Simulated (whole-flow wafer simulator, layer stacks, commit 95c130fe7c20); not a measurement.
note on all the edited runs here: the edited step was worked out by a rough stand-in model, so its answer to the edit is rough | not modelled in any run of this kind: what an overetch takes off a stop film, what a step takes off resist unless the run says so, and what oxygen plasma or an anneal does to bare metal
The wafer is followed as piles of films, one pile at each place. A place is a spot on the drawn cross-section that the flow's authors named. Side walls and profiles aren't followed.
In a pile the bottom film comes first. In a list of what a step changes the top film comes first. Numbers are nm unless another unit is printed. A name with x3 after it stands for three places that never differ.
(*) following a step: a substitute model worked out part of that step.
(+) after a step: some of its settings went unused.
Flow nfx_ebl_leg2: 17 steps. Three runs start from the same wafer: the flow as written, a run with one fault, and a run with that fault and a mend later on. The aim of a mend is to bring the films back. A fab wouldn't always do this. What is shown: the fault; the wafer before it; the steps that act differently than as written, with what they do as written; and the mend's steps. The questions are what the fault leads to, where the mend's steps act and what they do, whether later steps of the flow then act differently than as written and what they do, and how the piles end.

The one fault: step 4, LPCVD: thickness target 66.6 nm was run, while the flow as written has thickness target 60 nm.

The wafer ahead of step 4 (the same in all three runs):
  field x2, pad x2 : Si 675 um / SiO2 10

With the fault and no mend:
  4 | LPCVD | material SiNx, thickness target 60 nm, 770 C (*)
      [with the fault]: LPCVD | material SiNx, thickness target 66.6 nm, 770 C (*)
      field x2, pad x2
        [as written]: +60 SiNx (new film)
        [with the fault]: +66.6 SiNx (new film)
  Steps later in the flow that act otherwise than as written:
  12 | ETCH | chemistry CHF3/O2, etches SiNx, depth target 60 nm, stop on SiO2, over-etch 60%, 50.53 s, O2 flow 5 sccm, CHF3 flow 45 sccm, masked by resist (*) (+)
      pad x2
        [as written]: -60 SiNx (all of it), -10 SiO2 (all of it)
        [with the fault]: -66.6 SiNx (all of it), -10 SiO2 (all of it)
  By the end, the piles at field x2 depart from the flow's by more than 2% or 0.5 nm, whichever is larger.
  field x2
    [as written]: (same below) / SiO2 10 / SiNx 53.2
    [with the fault]: (same below) / SiO2 10 / SiNx 59.8

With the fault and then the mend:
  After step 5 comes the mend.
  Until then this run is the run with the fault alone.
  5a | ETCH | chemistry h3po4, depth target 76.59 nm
      field x2, pad x2
        -66.6 SiNx (all of it)
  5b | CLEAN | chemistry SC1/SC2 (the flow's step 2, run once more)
      leaves every film unchanged at each place that is followed
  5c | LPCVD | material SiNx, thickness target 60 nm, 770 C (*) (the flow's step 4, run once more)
      field x2, pad x2
        +60 SiNx (new film)
  Later steps of the flow that are run all act as written at every place that is followed.
  At every place that both follow, the piles at the end match the flow's.
